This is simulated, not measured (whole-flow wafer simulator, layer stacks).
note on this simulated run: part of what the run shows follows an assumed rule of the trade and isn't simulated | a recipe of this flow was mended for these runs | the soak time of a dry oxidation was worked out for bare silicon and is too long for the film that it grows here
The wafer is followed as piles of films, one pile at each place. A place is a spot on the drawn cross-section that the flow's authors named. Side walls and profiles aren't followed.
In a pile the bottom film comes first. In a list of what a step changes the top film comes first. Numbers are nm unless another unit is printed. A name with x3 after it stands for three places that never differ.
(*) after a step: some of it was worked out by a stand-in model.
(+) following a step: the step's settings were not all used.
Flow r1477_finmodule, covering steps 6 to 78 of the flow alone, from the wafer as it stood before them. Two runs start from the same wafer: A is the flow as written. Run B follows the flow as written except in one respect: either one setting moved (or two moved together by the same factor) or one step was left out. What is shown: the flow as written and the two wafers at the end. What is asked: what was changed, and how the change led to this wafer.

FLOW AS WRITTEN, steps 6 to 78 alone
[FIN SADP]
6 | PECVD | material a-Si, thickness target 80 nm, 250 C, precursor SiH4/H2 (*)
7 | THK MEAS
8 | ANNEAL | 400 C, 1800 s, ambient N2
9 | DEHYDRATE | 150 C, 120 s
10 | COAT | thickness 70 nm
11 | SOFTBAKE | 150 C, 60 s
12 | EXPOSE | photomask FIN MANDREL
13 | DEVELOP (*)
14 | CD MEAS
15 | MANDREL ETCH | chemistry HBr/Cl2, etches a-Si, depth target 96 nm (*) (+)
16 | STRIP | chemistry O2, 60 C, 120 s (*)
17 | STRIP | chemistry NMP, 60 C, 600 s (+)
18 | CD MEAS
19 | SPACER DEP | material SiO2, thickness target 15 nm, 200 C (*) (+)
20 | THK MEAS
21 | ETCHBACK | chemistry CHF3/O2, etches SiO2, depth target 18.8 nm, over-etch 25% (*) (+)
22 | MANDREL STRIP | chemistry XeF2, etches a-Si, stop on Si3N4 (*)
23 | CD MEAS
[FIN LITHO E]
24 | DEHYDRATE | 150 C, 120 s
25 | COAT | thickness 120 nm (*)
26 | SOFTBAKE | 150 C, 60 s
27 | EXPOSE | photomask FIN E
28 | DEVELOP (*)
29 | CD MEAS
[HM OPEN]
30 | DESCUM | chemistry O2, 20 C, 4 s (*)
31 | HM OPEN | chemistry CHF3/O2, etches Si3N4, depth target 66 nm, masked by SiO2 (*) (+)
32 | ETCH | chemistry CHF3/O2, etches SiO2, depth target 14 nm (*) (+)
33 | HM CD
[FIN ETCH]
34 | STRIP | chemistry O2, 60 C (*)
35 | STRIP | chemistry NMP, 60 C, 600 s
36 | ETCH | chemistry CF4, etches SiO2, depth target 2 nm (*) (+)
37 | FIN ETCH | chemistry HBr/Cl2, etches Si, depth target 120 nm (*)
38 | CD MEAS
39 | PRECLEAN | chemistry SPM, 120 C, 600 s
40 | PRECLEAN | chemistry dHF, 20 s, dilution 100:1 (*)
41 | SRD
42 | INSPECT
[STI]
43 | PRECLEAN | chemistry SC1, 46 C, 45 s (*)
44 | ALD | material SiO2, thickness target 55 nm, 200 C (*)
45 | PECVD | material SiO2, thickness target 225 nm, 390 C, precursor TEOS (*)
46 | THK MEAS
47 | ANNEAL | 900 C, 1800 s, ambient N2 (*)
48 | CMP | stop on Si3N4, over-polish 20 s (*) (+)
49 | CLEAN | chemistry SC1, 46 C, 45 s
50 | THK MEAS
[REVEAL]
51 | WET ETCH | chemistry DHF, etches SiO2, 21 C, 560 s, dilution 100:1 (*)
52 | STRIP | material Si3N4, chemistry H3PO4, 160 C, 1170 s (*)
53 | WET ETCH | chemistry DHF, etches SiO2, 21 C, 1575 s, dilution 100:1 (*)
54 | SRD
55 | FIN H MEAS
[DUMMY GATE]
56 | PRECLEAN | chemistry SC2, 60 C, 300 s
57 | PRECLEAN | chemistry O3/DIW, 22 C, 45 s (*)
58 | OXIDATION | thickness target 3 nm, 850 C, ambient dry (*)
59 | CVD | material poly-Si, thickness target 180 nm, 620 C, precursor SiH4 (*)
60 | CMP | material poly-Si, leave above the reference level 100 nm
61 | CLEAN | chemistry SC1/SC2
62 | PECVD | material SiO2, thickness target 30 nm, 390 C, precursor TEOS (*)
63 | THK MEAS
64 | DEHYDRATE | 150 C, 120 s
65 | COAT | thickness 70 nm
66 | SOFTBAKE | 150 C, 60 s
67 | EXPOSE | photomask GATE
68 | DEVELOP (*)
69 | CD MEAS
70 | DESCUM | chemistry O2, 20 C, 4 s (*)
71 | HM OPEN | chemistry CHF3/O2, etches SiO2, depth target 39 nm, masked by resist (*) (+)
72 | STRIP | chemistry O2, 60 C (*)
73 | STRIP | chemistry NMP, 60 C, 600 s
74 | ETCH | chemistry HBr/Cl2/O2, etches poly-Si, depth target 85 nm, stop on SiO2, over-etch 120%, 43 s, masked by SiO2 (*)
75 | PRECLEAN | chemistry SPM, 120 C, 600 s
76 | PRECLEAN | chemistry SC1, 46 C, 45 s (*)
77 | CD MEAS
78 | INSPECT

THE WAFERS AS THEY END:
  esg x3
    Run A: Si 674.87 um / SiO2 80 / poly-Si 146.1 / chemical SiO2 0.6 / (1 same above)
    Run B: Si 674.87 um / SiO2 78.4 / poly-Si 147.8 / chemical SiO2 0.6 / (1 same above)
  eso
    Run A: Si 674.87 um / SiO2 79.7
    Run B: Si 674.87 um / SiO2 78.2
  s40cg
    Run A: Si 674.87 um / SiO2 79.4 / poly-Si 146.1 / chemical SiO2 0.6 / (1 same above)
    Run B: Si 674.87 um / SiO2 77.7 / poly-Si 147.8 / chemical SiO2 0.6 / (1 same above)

Cause: step 6, PECVD: thickness target 68 nm was run, while the flow as written has thickness target 80 nm.

Step by step, how the change led to this:
  6 | PECVD | material a-Si, thickness target 80 nm, 250 C, precursor SiH4/H2 (*)
      pad, padg, elg x4 and 30 more: A +80 a-Si (new film) | B +68 a-Si (new film)
  15 | MANDREL ETCH | chemistry HBr/Cl2, etches a-Si, depth target 96 nm (*) (+)
      pad, padg, elg x4 and 24 more: A -80 a-Si (all of it), -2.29 Si3N4 | B -68 a-Si (all of it), -4 Si3N4
  22 | MANDREL STRIP | chemistry XeF2, etches a-Si, stop on Si3N4 (*)
      s40cg, s45cg, s50cg, s40co, s45co, s50co: A -79 a-Si (all of it) | B -67 a-Si (all of it)
  25 | COAT | thickness 120 nm (*)
      s40cg, s40co: A +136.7 e-beam-resist (new film) | B +133 e-beam-resist (new film)
      s40sg_line, s40so_line: A +60 e-beam-resist (new film) | B +68.3 e-beam-resist (new film)
      (and at 8 other places as well)
  28 | DEVELOP (*)
      s40cg, s40co: A -136.7 e-beam-resist (all of it) | B -133 e-beam-resist (all of it)
      s40sg_line, s40so_line: A -60 e-beam-resist (all of it) | B -68.3 e-beam-resist (all of it)
      (and at 8 other places as well)
  31 | HM OPEN | chemistry CHF3/O2, etches Si3N4, depth target 66 nm, masked by SiO2 (*) (+)
      pad, padg, esg x3 and 11 more: A -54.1 Si3N4 (all of it), -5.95 SiO2 | B -52.4 Si3N4 (all of it), -6.81 SiO2
  32 | ETCH | chemistry CHF3/O2, etches SiO2, depth target 14 nm (*) (+)
      pad, padg, esg x3 and 11 more: A -4.05 SiO2 (all of it), -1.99 Si | B -3.19 SiO2 (all of it), -2.16 Si
  44 | ALD | material SiO2, thickness target 55 nm, 200 C (*)
      s40cg, s45cg, s50cg, s40co, s45co, s50co: A +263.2 SiO2 (new film) | B +251.2 SiO2 (new film)
      s40sg, s45sg, s50sg, s40so, s45so, s50so: A +263.8 SiO2 (new film) | B +251.9 SiO2 (new film)
  48 | CMP | stop on Si3N4, over-polish 20 s (*) (+)
      s40cg, s40sg, s45cg and 9 more: A -288.1 SiO2 | B -277.9 SiO2
      s40sg_line, s45sg_line, s50sg_line, s40so_line, s45so_line, s50so_line: A -287 SiO2 (all of it), -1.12 Si3N4 | B -276.7 SiO2 (all of it), -1.12 Si3N4
  52 | STRIP | material Si3N4, chemistry H3PO4, 160 C, 1170 s (*)
      elg x4, elo x4: A -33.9 Si3N4 (all of it), -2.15 SiO2 | B -32.2 Si3N4 (all of it), -2.2 SiO2
      s40sg_line, s45sg_line, s50sg_line, s40so_line, s45so_line, s50so_line: A -55.1 Si3N4 (all of it), -1.49 SiO2 | B -53.4 Si3N4 (all of it), -1.54 SiO2
  60 | CMP | material poly-Si, leave above the reference level 100 nm
      pad, padg: A -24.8 poly-Si | B -23.1 poly-Si
